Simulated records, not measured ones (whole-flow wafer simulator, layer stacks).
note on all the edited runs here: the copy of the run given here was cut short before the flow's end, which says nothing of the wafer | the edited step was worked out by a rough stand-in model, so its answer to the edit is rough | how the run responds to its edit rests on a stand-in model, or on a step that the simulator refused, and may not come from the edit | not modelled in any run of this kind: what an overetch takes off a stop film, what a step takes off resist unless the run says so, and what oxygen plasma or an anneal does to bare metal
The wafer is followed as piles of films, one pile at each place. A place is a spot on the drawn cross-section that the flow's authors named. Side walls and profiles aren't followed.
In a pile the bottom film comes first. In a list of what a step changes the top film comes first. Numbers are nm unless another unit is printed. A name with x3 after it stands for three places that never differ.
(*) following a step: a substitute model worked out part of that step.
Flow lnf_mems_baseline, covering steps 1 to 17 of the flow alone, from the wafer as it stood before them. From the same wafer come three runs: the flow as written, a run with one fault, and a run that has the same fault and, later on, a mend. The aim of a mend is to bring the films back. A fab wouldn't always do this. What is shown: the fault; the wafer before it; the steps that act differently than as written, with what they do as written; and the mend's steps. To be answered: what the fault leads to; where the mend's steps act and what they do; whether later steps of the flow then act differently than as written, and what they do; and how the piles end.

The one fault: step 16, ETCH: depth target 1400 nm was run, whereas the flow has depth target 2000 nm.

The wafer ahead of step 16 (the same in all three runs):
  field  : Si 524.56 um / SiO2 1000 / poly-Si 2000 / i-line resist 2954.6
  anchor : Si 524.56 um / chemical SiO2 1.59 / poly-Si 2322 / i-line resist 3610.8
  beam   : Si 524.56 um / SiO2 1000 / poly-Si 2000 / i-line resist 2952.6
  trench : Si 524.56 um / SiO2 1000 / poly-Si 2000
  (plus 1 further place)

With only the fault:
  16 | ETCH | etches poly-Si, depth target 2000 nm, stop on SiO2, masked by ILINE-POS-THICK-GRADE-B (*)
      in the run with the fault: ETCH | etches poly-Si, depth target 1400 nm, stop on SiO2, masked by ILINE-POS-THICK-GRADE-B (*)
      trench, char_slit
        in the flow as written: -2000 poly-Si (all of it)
        in the run with the fault: -1400 poly-Si
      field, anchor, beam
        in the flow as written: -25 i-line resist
        in the run with the fault: -17.5 i-line resist
  Later steps of the flow acting differently than as written:
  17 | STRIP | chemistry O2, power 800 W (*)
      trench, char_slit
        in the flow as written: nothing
        in the run with the fault: +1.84 chemical SiO2 (new film), -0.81 poly-Si
  At trench, char_slit, the piles at the end differ from the flow's by more than 2% or 0.5 nm, whichever is larger.
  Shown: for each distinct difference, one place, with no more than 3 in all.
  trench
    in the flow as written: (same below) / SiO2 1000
    in the run with the fault: (same below) / SiO2 1000 / poly-Si 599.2 / chemical SiO2 1.84

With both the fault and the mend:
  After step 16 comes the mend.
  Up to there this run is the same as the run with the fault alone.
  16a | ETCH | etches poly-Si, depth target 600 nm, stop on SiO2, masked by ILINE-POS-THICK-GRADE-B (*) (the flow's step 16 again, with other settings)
      field, anchor, beam
        -7.5 i-line resist
      trench, char_slit
        -600 poly-Si (all of it)
  Every later step of the flow that is run acts as written at every place that is followed.
  At every place that both follow, the piles at the end match the flow's.
